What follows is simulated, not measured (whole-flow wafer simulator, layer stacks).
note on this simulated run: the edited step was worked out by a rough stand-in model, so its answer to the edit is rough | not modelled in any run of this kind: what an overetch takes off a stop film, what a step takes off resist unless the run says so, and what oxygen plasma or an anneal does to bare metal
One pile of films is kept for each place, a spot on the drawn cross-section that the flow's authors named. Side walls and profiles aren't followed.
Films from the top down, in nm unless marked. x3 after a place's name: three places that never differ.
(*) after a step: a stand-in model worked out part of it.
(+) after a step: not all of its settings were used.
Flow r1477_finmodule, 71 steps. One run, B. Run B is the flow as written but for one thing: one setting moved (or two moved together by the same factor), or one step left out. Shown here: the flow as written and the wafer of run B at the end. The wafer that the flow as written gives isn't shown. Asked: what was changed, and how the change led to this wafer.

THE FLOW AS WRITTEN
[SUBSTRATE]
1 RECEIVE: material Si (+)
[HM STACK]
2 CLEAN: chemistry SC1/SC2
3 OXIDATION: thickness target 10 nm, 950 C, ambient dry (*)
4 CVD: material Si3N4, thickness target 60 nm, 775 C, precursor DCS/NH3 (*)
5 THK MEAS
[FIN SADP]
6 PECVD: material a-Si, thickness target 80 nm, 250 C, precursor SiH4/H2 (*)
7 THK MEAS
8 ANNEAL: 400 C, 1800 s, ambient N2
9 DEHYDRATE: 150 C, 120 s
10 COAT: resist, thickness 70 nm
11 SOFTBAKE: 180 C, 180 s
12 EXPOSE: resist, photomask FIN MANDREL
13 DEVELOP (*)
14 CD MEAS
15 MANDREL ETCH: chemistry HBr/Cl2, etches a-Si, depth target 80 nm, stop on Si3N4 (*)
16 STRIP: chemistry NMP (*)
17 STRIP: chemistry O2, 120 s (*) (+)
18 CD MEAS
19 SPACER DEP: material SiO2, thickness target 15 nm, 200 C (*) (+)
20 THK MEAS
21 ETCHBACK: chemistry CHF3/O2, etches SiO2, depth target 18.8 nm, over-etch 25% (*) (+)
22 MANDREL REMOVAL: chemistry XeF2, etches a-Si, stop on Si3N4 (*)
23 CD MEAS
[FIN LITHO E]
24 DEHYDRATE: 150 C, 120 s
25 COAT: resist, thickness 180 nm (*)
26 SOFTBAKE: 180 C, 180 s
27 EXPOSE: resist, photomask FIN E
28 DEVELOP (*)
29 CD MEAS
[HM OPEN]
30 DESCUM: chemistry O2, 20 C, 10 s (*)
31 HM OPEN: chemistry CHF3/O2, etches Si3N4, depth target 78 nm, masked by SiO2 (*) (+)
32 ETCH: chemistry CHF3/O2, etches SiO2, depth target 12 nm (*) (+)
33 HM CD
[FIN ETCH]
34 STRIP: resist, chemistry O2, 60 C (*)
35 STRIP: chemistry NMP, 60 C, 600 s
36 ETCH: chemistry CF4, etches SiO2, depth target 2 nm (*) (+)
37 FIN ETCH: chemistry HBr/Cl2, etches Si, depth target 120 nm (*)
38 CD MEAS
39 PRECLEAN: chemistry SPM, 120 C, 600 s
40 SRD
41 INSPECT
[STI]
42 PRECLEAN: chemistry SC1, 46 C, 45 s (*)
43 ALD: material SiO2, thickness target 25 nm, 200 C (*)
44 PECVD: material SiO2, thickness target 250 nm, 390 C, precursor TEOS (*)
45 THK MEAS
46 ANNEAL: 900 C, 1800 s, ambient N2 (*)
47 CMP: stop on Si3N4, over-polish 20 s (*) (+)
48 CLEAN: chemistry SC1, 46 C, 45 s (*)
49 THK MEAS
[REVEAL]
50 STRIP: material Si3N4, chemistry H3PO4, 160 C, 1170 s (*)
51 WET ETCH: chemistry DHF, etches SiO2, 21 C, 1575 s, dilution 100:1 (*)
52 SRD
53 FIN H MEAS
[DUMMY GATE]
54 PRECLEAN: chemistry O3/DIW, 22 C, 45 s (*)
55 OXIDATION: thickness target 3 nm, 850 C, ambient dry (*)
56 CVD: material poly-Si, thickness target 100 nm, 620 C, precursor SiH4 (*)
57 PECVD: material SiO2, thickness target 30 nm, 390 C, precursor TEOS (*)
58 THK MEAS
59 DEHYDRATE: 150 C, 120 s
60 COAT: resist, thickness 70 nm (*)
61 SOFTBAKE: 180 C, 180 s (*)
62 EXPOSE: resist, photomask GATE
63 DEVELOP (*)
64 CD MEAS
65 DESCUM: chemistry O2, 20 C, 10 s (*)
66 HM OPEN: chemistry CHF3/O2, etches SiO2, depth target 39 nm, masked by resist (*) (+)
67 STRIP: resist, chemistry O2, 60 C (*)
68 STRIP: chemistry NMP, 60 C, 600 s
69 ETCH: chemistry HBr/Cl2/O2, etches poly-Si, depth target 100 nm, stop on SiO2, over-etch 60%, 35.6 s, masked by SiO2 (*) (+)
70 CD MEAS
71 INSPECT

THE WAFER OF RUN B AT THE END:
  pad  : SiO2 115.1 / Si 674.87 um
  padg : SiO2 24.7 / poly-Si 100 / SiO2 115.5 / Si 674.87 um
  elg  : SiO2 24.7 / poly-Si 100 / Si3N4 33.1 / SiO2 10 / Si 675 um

The cause: step 51, WET ETCH: 17.26 C was run, where the flow has 21 C.

How the change led to this, step by step:
  51 WET ETCH: chemistry DHF, etches SiO2, 21 C, 1575 s, dilution 100:1 (*)
      pad, padg, e40sg and 12 more: SiO2 -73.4 (as written it would be: SiO2 -85.7)
      elg, e40lg, e100lg, e200lg, elo, e40lo, e100lo, e200lo: SiO2 -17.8 (all of it), Si3N4 -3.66 (as written it would be: SiO2 -17.8 (all of it), Si3N4 -4.97)
      (and at 7 more places)
  56 CVD: material poly-Si, thickness target 100 nm, 620 C, precursor SiH4 (*)
      s40cg, s40co: poly-Si +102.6 (new film) (as written it would be: poly-Si +113.9 (new film))
      s45cg, s45co: poly-Si +102 (new film) (as written it would be: poly-Si +113.4 (new film))
      (and at 3 more places)
  60 COAT: resist, thickness 70 nm (*)
      e40sg, eso, e40so: resist +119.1 (new film) (as written it would be: resist +129.5 (new film))
      e100sg, e100so: resist +119 (new film) (as written it would be: resist +129.4 (new film))
      (and at 8 more places)
  63 DEVELOP (*)
      eso, e40so: resist -119.1 (all of it) (as written it would be: resist -129.5 (all of it))
      e100so: resist -119 (all of it) (as written it would be: resist -129.4 (all of it))
      (and at 4 more places)
  67 STRIP: resist, chemistry O2, 60 C (*)
      e40sg: resist -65 (all of it) (as written it would be: resist -75.4 (all of it))
      e100sg: resist -64.9 (all of it) (as written it would be: resist -75.3 (all of it))
      (and at 4 more places)
  69 ETCH: chemistry HBr/Cl2/O2, etches poly-Si, depth target 100 nm, stop on SiO2, over-etch 60%, 35.6 s, masked by SiO2 (*) (+)
      s40co: chemical SiO2 -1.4 (all of it), poly-Si -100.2 (all of it), SiO2 -0.3 (as written it would be: chemical SiO2 -1.46 (all of it), poly-Si -111.5 (all of it), SiO2 -0.24)
      s45co: chemical SiO2 -1.4 (all of it), poly-Si -99.6 (all of it), SiO2 -0.32 (as written it would be: chemical SiO2 -1.46 (all of it), poly-Si -110.9 (all of it), SiO2 -0.25)
      (and at 1 more place)
